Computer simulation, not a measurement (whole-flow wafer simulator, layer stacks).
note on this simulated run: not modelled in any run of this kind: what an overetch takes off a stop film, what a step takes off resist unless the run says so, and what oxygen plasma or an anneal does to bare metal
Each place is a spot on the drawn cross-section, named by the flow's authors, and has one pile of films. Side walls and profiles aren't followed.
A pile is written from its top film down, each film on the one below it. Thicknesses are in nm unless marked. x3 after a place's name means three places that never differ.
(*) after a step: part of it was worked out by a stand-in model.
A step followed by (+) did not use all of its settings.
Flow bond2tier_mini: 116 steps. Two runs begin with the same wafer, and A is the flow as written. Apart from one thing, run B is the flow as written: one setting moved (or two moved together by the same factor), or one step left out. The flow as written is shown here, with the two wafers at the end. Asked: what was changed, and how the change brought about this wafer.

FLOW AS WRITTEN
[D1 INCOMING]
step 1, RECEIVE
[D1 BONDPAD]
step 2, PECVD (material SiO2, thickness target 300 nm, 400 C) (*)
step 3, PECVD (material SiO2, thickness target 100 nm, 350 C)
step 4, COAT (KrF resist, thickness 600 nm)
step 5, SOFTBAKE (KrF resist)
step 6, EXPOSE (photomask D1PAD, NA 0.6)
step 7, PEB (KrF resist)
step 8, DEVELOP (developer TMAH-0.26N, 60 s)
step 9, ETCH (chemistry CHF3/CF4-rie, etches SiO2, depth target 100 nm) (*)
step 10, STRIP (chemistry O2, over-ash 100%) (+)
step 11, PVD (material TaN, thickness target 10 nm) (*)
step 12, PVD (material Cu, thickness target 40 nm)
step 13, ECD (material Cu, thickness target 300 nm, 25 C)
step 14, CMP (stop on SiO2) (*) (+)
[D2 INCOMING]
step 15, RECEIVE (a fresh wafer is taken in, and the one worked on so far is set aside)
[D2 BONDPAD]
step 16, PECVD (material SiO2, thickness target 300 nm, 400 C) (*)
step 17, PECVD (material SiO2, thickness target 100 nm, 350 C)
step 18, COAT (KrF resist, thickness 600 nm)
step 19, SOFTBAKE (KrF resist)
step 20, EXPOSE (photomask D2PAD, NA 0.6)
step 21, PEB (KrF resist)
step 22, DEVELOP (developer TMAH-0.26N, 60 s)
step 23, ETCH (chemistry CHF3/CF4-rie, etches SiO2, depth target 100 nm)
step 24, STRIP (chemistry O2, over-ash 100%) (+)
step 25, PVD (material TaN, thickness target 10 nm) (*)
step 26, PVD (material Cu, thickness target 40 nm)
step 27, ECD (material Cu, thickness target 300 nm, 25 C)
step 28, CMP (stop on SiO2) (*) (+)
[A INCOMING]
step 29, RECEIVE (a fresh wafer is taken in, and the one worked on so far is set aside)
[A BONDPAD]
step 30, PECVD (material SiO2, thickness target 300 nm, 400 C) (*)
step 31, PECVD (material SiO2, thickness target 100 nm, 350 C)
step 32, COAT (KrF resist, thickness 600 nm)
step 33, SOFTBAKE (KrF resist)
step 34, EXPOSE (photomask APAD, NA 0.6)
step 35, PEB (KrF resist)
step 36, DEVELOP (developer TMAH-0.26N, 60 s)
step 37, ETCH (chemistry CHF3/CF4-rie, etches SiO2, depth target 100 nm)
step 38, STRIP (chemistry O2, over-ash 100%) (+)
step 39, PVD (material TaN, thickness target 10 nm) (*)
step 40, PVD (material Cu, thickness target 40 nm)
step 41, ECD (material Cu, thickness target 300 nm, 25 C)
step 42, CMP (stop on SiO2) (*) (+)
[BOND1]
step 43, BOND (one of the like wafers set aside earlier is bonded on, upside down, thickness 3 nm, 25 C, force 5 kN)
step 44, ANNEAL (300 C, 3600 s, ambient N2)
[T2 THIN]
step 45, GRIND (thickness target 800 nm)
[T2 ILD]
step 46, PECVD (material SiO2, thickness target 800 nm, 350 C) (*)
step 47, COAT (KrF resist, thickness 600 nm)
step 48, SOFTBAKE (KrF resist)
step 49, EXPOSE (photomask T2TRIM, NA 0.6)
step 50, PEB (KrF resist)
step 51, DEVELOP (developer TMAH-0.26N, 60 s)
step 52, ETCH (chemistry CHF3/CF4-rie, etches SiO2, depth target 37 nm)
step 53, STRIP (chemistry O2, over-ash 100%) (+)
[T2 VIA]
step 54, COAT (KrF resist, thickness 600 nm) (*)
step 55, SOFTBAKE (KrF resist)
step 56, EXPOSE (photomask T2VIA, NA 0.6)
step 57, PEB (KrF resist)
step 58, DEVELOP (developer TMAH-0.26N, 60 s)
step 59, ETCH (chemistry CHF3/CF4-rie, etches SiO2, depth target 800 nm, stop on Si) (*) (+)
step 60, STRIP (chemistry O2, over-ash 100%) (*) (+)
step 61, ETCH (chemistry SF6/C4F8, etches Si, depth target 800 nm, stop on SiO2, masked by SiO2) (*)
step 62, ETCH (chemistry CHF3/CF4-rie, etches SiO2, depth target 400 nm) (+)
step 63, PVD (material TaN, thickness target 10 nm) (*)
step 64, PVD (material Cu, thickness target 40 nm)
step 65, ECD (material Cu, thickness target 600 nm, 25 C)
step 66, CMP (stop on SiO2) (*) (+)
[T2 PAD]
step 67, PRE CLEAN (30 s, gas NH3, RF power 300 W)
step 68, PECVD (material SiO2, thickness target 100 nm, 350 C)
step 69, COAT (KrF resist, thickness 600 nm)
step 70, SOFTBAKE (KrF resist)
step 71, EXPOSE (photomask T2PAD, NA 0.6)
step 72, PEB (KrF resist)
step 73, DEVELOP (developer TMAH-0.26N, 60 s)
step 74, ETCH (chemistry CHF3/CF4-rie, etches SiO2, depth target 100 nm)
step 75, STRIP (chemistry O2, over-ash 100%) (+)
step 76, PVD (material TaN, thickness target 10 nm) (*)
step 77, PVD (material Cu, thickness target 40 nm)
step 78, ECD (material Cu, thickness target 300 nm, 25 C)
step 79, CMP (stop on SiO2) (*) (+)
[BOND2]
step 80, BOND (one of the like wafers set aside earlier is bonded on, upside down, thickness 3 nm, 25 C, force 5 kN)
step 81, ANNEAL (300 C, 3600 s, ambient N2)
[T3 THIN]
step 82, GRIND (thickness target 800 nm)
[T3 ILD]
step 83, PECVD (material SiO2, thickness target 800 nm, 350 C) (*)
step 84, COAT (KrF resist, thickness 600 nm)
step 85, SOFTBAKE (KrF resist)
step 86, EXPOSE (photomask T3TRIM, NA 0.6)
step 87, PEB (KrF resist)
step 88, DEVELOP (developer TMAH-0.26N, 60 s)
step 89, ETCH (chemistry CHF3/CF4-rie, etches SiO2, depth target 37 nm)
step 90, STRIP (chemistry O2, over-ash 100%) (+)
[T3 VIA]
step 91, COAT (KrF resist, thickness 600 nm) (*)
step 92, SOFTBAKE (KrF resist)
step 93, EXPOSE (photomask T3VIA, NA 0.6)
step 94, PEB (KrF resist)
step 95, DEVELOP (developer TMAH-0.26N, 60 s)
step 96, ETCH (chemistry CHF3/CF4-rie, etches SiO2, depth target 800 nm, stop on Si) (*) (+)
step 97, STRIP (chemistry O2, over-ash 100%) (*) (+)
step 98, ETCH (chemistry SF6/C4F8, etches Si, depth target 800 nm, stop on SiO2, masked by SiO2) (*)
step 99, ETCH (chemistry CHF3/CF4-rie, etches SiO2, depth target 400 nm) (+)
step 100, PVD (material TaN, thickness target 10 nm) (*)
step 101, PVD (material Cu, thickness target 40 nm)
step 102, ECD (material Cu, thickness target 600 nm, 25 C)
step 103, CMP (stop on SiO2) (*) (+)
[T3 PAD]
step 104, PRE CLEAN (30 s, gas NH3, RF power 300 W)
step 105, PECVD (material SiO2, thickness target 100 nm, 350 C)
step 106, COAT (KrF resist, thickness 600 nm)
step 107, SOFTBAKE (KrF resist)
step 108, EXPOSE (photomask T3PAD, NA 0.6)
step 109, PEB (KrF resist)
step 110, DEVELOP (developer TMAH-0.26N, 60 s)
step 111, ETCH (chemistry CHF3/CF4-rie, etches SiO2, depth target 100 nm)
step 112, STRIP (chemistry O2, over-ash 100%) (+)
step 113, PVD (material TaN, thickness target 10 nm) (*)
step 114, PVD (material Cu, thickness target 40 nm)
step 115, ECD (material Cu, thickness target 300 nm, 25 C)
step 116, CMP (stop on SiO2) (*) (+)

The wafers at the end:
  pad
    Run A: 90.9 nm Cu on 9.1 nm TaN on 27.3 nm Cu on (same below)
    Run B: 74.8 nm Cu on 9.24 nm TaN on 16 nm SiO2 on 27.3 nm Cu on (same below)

What caused this: step 111, ETCH: depth target 84 nm was run, whereas the flow has depth target 100 nm.

Step by step, how the change led to this:
  step 111, ETCH (chemistry CHF3/CF4-rie, etches SiO2, depth target 100 nm)
      pad: A -100 SiO2 (all of it) | B -84 SiO2
      field: A -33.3 KrF resist | B -28 KrF resist
  step 115, ECD (material Cu, thickness target 300 nm, 25 C)
      pad: A +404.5 Cu | B +387.8 Cu
Taking metal films that touch as one body, pad has 4 bodies (between them, from the top down: SiO2 16; SiO2 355 / Si 800 / chemical SiO2 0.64 / SiO2 300; SiO2 355 / Si 800 / chemical SiO2 0.64 / SiO2 300); the flow as written gives 3 bodies (between them, from the top down: SiO2 355 / Si 800 / chemical SiO2 0.64 / SiO2 300; SiO2 355 / Si 800 / chemical SiO2 0.64 / SiO2 300).
